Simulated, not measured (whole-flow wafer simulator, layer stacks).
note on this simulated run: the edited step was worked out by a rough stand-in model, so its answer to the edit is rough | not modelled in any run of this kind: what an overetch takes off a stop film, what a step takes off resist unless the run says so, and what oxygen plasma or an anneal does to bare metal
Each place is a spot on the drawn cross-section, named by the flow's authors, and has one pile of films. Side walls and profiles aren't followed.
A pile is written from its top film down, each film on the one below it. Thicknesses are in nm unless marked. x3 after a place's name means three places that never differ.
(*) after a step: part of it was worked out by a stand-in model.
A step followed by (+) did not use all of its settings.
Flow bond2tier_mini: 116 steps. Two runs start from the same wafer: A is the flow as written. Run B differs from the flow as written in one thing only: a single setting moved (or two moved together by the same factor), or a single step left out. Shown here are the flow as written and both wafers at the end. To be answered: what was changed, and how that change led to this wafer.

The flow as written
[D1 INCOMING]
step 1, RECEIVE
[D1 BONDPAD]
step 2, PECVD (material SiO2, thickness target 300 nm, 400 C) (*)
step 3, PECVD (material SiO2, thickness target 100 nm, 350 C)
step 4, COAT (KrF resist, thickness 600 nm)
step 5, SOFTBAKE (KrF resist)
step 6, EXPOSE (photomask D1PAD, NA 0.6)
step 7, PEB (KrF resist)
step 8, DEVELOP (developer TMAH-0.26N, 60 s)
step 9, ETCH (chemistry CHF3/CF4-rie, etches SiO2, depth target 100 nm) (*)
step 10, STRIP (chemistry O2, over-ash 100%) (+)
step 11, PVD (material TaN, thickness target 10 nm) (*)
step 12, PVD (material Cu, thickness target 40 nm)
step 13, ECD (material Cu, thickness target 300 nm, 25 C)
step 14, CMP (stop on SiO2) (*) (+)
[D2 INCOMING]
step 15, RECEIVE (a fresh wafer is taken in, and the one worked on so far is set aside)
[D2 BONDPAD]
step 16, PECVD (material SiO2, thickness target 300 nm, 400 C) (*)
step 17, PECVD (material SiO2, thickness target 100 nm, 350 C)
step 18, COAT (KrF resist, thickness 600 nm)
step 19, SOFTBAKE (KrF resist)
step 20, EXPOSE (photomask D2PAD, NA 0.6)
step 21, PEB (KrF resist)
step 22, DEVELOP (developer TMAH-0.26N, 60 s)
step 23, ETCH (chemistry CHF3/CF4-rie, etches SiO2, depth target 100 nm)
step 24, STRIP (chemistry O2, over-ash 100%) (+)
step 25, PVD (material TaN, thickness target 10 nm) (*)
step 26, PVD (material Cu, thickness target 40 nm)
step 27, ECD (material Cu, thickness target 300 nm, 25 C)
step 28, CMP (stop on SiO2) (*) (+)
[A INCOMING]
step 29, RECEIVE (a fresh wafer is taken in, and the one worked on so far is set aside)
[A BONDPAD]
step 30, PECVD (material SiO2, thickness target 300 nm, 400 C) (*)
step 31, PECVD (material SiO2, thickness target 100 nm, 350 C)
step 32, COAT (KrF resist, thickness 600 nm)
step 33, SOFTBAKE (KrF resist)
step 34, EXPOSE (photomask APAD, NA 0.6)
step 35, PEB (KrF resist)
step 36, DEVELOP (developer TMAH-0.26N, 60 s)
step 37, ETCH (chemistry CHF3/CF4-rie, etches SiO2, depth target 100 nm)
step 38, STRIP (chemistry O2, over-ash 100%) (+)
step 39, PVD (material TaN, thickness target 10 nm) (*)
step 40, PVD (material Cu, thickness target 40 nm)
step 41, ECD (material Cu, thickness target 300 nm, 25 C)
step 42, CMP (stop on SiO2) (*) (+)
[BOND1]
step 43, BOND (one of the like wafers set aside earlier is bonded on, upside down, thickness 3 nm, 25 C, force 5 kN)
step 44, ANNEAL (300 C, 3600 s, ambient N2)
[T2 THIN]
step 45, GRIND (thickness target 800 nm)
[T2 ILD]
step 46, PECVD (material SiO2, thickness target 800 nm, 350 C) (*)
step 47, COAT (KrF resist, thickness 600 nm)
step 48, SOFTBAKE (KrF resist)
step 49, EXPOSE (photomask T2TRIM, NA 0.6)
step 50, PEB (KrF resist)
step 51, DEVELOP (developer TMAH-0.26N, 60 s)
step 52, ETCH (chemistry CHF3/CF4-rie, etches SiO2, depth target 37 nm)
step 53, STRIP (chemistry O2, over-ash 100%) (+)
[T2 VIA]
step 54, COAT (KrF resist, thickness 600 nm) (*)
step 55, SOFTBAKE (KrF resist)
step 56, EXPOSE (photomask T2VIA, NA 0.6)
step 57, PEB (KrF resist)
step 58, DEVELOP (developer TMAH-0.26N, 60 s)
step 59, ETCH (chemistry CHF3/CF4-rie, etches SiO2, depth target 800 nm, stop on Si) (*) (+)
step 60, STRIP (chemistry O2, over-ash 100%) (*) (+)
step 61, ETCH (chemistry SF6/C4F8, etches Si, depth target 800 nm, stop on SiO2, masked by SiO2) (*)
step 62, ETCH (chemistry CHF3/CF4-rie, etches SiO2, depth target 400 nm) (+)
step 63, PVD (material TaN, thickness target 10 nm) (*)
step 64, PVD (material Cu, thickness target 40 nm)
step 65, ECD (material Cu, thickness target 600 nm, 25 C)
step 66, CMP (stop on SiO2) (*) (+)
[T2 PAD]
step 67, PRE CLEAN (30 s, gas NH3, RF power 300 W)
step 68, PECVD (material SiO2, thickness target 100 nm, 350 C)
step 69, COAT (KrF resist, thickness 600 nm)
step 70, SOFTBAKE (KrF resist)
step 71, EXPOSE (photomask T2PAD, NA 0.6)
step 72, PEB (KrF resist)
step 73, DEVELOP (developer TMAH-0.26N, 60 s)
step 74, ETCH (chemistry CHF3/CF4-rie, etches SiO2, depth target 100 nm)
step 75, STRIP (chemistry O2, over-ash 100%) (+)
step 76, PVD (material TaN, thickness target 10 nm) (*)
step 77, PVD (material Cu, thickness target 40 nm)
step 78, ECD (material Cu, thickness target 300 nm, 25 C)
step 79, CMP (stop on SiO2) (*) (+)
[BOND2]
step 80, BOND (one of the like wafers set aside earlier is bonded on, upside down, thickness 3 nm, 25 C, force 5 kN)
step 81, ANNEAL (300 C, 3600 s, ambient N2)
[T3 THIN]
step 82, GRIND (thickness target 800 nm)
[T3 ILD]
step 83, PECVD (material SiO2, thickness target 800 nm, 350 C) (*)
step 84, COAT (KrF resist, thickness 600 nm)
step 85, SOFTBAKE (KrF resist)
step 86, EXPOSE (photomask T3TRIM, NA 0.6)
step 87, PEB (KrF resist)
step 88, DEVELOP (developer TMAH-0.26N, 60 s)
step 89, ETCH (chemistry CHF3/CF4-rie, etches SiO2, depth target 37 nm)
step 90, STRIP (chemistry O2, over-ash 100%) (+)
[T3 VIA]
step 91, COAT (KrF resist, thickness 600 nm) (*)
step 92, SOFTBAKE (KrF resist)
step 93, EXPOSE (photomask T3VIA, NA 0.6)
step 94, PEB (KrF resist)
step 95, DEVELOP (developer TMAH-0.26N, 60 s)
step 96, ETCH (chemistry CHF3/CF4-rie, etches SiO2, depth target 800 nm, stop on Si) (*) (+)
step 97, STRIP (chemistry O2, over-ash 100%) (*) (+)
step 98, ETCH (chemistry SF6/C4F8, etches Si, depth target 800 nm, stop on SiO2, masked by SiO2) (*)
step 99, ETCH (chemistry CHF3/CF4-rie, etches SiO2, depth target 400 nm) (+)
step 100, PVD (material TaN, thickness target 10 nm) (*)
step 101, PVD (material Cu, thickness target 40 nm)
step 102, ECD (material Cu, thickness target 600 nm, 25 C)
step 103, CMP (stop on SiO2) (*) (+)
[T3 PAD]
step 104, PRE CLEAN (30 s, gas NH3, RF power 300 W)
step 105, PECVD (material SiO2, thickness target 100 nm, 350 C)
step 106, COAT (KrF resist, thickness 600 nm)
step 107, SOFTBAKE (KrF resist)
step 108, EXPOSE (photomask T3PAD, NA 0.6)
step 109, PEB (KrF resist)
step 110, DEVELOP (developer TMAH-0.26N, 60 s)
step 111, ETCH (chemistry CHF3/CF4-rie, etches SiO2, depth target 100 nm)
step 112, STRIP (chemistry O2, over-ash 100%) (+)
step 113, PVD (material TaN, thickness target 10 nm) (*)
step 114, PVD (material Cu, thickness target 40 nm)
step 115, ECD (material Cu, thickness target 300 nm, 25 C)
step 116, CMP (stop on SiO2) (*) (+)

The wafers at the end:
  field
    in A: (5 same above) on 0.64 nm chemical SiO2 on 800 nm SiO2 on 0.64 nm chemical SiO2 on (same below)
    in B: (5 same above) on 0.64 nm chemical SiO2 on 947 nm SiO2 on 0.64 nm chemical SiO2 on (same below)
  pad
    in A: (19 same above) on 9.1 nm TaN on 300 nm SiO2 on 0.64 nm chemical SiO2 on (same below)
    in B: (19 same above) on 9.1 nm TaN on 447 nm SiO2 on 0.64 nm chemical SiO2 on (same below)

The reason: step 30, PECVD: thickness target 447 nm was run, whereas the flow has thickness target 300 nm.
The wafer lets one read it off: pad has SiO2 447, and step 30 as written asks for 300 nm.

Step by step, how the change led to this:
  step 30, PECVD (material SiO2, thickness target 300 nm, 400 C) (*)
      field, pad, via: A SiO2 gains 300 (new film) | B SiO2 gains 447 (new film)
